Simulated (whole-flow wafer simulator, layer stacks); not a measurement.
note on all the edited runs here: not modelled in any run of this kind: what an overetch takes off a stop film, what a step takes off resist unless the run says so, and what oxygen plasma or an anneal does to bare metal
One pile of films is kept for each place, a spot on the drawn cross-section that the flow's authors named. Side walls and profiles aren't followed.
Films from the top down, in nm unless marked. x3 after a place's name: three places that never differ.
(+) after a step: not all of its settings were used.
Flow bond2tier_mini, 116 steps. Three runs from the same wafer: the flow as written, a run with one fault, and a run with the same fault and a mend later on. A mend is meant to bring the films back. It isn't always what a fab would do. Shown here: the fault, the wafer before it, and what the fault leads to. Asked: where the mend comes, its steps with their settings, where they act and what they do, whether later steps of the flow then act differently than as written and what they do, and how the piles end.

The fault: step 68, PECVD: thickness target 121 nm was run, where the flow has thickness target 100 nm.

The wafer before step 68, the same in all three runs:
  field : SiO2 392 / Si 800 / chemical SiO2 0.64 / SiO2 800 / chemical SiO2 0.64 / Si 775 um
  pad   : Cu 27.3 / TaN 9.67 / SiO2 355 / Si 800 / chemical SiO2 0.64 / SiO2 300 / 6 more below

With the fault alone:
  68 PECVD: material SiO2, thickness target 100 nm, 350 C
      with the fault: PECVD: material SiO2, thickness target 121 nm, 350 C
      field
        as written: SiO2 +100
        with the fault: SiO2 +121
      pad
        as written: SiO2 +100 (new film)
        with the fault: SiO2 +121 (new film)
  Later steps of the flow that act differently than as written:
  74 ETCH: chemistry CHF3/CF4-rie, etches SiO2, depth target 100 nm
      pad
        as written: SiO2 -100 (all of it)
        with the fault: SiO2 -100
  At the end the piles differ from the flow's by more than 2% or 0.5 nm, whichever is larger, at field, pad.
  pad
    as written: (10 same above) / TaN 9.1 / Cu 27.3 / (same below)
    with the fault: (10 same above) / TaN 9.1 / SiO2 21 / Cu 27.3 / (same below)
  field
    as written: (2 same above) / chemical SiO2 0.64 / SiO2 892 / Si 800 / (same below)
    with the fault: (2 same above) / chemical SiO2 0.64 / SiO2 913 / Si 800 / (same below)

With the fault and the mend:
  The mend comes after step 73.
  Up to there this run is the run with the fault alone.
  73a STRIP: chemistry O2, over-ash 100% (+)
      field
        KrF resist -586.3 (all of it)
  73b ETCH: chemistry CHF3/CF4-rie, etches SiO2, depth target 21 nm (the flow's step 62 once more, with other settings)
      field, pad
        SiO2 -21
  73c COAT: KrF resist, thickness 600 nm (the flow's step 69 once more)
      field, pad
        KrF resist +600 (new film)
  73d SOFTBAKE: KrF resist (the flow's step 70 once more)
      changes no film at any place that is followed
  73e EXPOSE: photomask T2PAD, NA 0.6 (the flow's step 71 once more)
      changes no film at any place that is followed
  73f PEB: KrF resist (the flow's step 72 once more)
      changes no film at any place that is followed
  73g DEVELOP: developer TMAH-0.26N, 60 s (the flow's step 73 once more)
      field
        KrF resist -13.7
      pad
        KrF resist -600 (all of it)
  No later step of the flow acts differently than as written at any place that is followed.
  At the end the piles are the same as the flow's at every place that both follow.
